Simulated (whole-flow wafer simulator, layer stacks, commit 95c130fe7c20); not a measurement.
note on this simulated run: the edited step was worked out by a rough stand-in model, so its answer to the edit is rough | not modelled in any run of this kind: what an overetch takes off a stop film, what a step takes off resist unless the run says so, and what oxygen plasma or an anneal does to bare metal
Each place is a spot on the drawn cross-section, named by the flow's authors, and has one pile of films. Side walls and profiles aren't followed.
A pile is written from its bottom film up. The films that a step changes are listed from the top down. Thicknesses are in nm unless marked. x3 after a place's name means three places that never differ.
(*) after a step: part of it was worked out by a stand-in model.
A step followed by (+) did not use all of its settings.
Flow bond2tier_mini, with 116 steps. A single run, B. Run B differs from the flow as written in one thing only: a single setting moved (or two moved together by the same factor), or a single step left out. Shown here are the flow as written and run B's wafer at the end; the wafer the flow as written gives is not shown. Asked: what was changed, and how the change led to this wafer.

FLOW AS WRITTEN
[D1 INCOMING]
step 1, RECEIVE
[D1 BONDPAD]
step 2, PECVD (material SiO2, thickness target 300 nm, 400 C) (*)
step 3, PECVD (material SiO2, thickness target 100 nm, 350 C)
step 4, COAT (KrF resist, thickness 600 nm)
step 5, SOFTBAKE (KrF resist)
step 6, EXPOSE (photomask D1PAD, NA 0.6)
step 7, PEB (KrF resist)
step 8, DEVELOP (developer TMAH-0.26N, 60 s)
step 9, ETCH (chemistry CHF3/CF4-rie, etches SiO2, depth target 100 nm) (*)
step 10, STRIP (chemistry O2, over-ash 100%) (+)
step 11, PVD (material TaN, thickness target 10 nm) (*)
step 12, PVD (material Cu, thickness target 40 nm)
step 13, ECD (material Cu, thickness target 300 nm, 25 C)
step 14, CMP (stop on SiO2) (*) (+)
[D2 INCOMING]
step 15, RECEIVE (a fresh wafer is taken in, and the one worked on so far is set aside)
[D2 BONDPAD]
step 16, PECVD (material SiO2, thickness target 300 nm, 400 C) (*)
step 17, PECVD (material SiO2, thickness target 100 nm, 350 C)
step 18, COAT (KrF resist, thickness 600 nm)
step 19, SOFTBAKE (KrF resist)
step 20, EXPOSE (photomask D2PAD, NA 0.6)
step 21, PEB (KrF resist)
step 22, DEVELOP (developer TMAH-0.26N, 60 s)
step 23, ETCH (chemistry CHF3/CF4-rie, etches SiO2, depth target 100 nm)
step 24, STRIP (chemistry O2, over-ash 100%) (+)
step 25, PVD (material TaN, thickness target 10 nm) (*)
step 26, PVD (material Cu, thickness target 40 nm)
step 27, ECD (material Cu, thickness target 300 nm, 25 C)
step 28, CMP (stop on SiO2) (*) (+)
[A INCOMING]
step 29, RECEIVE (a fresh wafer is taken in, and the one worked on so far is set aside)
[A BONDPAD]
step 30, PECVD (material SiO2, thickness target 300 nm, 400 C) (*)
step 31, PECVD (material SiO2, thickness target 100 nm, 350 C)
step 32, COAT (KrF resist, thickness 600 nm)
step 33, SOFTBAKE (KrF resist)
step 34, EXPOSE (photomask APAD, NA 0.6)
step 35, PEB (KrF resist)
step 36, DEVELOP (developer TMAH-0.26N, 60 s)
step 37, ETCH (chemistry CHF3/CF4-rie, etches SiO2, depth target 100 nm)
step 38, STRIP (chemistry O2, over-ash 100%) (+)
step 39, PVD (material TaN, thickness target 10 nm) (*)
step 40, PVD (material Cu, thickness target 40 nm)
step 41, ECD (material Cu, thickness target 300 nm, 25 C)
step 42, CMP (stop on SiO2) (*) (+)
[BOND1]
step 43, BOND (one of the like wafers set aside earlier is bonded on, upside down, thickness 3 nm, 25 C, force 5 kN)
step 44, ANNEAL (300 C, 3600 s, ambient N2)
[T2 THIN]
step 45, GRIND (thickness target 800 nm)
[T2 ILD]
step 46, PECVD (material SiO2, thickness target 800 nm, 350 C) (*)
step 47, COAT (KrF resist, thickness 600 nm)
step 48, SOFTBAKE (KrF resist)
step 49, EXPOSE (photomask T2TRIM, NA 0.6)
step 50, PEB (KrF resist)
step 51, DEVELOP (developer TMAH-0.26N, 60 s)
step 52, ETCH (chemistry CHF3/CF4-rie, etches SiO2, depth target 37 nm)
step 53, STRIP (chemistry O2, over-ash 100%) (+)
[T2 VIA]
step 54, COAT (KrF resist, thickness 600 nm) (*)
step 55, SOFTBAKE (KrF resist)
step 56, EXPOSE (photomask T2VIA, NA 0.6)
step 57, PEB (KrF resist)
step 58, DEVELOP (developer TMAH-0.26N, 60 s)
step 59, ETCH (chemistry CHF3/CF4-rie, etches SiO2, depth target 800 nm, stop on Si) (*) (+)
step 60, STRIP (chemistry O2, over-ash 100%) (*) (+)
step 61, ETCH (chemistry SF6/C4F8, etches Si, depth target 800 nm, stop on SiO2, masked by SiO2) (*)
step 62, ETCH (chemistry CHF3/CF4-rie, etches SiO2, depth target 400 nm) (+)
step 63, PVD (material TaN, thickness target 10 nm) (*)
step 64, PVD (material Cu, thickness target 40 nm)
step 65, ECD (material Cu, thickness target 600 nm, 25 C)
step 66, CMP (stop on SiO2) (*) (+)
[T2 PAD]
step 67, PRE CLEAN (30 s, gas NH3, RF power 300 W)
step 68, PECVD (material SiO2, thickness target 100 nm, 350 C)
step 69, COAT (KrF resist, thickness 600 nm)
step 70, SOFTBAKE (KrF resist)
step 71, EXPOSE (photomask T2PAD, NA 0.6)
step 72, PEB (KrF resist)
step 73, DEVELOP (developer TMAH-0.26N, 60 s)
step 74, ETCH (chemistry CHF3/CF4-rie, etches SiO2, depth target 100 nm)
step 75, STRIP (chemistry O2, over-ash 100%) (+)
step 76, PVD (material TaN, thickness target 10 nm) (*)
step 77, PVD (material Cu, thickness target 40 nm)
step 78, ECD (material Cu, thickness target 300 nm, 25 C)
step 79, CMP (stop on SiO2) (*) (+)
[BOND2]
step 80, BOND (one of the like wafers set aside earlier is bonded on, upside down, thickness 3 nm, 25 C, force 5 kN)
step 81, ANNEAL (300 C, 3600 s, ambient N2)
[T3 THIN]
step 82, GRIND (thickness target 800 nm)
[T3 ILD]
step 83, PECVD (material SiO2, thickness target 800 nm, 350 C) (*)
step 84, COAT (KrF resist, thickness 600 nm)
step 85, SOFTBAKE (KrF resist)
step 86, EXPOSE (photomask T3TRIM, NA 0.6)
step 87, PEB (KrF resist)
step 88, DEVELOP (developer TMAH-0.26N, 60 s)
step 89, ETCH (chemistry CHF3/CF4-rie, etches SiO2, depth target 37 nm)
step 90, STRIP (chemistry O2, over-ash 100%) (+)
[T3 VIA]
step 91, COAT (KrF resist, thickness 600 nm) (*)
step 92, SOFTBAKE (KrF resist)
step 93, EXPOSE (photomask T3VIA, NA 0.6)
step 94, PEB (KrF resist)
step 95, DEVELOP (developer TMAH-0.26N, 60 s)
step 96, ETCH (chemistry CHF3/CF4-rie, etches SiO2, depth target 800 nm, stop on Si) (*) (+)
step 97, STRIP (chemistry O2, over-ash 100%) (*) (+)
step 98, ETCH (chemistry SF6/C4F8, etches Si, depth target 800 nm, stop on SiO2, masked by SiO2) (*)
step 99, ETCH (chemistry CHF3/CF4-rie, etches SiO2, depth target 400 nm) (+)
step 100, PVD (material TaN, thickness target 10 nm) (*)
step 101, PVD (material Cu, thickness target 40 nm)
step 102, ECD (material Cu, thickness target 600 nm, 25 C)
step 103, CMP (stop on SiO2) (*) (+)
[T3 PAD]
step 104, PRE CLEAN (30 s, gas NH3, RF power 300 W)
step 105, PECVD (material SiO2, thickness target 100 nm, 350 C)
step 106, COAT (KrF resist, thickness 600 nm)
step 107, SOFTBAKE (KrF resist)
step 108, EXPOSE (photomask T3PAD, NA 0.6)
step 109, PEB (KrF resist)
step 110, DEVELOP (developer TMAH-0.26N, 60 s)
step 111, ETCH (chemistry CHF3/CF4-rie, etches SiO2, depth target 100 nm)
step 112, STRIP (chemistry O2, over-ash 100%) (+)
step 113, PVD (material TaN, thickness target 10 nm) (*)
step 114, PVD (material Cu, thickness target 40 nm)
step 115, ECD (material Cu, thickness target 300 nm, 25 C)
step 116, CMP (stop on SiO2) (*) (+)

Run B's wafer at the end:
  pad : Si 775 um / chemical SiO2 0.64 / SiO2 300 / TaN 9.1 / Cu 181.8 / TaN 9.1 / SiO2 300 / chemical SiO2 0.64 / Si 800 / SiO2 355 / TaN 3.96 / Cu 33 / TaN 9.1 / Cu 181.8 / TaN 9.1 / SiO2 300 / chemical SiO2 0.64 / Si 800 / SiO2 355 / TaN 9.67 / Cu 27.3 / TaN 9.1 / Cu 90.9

What caused this: step 63, PVD: thickness target 4.1 nm was run, while the flow as written has thickness target 10 nm.

Step by step, how the change led to this:
  step 63, PVD (material TaN, thickness target 10 nm) (*)
      field: TaN gains 4.1 (new film) (it would be, as written: TaN gains 10 (new film))
      pad: TaN gains 3.96 (new film) (it would be, as written: TaN gains 9.67 (new film))
  step 66, CMP (stop on SiO2) (*) (+)
      field: Cu loses 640 (all of it), TaN loses 4.1 (all of it) (it would be, as written: Cu loses 640 (all of it), TaN loses 10 (all of it))
